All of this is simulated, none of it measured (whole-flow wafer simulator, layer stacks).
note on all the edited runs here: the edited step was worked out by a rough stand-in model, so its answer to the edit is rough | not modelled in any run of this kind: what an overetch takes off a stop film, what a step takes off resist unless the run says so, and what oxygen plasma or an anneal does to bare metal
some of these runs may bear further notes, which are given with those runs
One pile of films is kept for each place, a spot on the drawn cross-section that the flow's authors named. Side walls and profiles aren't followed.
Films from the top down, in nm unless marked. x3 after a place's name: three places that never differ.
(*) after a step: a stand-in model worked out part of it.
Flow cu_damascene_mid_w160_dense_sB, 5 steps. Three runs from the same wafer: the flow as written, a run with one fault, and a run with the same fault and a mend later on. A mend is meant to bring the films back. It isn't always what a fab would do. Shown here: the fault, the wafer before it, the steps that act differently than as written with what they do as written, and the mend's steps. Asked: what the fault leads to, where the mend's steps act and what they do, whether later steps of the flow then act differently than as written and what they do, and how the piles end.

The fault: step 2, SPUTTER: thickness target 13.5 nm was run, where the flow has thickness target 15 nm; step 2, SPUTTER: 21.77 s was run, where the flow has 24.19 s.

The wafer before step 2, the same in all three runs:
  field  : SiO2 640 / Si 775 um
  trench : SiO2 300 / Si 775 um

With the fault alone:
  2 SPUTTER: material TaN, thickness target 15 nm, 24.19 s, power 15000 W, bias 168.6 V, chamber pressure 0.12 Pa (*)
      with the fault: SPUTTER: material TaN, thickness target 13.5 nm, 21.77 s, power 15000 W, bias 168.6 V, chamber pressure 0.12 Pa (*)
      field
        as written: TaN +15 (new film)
        with the fault: TaN +13.5 (new film)
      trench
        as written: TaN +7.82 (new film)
        with the fault: TaN +7.04 (new film)
  No later step of the flow acts differently than as written, at any place that is followed, by more than 2% or 0.5 nm, whichever is larger.
  At the end the piles differ from the flow's by more than 2% or 0.5 nm, whichever is larger, at field, trench.
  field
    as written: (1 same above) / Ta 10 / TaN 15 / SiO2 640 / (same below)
    with the fault: (1 same above) / Ta 10 / TaN 13.5 / SiO2 640 / (same below)
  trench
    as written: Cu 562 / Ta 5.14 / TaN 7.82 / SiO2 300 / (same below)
    with the fault: Cu 561.3 / Ta 5.16 / TaN 7.04 / SiO2 300 / (same below)

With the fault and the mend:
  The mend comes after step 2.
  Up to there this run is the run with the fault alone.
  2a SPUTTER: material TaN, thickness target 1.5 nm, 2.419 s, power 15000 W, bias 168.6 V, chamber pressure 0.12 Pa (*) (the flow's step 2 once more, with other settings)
      field
        TaN +1.5
      trench
        TaN +0.76
  No later step of the flow acts differently than as written, at any place that is followed, by more than 2% or 0.5 nm, whichever is larger.
  At the end the piles differ from the flow's only slightly at the places that both follow, by at most 2% or 0.5 nm, whichever is larger.
